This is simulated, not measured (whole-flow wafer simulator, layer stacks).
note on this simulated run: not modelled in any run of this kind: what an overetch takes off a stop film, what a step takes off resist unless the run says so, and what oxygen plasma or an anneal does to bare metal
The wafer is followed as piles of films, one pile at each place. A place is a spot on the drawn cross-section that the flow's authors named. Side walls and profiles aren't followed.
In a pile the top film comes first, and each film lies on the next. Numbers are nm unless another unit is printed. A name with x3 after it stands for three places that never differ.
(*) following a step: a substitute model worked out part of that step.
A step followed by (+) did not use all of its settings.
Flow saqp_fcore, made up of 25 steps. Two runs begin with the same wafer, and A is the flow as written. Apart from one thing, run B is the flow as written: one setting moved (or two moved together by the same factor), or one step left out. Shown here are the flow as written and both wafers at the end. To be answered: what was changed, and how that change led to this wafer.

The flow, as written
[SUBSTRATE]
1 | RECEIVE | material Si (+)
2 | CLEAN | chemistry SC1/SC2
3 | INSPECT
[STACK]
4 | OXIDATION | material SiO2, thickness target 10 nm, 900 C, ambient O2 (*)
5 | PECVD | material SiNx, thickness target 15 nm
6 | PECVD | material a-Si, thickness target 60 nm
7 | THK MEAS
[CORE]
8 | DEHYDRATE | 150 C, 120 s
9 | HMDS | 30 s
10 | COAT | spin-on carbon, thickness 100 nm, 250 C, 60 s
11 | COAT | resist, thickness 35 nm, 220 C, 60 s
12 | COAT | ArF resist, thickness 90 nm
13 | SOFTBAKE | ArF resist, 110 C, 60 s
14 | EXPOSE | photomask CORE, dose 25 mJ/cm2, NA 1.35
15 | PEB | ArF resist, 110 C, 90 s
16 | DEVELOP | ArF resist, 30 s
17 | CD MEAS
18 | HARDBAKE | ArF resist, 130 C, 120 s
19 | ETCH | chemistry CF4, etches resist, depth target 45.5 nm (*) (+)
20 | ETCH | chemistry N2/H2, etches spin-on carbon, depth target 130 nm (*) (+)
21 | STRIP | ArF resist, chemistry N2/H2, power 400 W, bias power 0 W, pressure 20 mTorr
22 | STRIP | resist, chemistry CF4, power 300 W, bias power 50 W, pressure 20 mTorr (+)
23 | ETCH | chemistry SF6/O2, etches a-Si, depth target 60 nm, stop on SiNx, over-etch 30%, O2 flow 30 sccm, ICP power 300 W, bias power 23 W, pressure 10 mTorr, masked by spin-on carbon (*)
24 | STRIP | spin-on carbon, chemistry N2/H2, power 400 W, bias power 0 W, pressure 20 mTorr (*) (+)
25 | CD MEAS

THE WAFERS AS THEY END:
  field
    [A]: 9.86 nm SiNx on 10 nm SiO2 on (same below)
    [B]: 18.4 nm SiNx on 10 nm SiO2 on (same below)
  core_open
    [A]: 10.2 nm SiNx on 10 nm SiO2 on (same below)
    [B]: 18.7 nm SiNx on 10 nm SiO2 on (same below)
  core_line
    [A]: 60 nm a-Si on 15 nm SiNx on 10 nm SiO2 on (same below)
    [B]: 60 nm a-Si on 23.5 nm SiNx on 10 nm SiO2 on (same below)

Cause: step 5, PECVD: thickness target 23.5 nm was run, whereas the flow has thickness target 15 nm.
One can read it off the wafer: core_line has SiNx 23.5, and step 5 as written asks for 15 nm.

Step by step, how the change led to this:
  5 | PECVD | material SiNx, thickness target 15 nm
      field, core_open, core_line: A +15 SiNx (new film) | B +23.5 SiNx (new film)
